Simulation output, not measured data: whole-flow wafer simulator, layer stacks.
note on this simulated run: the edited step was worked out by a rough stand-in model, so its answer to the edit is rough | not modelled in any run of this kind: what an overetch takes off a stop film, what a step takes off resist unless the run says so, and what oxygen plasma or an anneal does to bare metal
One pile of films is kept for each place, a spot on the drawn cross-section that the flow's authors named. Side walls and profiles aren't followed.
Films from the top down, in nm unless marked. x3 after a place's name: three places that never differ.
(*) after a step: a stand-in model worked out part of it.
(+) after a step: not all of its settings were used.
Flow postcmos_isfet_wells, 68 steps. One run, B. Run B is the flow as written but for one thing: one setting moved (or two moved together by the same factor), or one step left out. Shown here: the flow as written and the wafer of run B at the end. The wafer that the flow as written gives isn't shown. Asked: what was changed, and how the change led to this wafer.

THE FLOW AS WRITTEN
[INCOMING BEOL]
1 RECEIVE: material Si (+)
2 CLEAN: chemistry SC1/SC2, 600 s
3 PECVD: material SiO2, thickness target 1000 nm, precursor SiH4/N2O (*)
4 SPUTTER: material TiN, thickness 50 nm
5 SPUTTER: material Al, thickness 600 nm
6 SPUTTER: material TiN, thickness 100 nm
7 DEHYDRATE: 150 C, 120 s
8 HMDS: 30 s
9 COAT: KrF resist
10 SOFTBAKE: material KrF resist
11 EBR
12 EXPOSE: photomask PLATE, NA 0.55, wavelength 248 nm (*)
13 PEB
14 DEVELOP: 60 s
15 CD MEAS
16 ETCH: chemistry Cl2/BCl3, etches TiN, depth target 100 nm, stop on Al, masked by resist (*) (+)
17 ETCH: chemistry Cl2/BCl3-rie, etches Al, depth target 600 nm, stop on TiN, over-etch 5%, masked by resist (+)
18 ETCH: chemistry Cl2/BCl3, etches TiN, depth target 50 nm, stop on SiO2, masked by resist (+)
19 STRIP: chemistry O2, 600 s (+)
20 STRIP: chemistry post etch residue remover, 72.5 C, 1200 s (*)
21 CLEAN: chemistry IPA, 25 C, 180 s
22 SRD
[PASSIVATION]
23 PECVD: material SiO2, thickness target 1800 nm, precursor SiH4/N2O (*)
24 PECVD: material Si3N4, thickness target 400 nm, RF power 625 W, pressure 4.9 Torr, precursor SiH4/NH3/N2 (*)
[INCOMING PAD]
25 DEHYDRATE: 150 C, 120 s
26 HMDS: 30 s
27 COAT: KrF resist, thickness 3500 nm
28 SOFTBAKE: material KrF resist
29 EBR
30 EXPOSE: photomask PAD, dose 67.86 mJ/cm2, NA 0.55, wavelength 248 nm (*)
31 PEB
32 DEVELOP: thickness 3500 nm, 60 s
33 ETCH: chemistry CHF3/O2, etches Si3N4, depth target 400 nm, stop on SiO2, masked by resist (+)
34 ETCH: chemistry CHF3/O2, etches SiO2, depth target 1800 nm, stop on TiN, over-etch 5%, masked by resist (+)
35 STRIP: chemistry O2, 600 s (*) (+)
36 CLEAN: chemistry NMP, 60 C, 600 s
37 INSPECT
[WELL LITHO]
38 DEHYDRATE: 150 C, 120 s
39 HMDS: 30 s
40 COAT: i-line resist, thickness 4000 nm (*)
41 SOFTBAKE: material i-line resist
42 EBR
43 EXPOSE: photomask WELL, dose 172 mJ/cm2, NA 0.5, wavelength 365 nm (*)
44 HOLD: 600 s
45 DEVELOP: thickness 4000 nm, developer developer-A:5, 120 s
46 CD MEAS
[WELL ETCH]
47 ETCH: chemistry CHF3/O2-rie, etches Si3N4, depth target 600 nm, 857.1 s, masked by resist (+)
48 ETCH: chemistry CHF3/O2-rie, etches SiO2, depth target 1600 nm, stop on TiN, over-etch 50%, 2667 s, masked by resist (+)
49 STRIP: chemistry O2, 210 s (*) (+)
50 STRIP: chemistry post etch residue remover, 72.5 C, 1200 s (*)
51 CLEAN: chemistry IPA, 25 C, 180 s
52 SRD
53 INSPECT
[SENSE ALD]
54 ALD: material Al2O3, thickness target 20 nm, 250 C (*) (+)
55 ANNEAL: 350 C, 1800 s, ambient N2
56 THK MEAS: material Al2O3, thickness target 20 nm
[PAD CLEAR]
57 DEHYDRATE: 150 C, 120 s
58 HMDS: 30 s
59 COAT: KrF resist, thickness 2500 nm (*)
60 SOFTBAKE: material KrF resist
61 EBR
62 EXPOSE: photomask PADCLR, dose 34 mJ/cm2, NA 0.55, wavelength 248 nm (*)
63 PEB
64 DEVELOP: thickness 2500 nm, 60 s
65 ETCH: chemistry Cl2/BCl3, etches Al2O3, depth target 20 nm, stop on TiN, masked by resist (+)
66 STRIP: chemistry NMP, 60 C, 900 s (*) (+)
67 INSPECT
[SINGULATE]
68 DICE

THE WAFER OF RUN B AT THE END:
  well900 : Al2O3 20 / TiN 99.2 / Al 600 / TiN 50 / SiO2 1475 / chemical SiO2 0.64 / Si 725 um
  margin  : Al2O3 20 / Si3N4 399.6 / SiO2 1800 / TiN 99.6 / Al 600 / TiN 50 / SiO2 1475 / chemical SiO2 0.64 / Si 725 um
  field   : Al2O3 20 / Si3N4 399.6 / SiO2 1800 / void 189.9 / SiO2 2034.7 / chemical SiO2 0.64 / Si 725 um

The cause: step 3, PECVD: thickness target 1475 nm was run, where the flow has thickness target 1000 nm.
It can be read off the wafer: well900 has SiO2 1475, and step 3 as written asks for 1000 nm.

How the change led to this, step by step:
  3 PECVD: material SiO2, thickness target 1000 nm, precursor SiH4/N2O (*)
      field, margin, well900, well1300 x3, pad_rim, pad_clr, pad_open: SiO2 +1475 (new film) (as written it would be: SiO2 +1000 (new film))
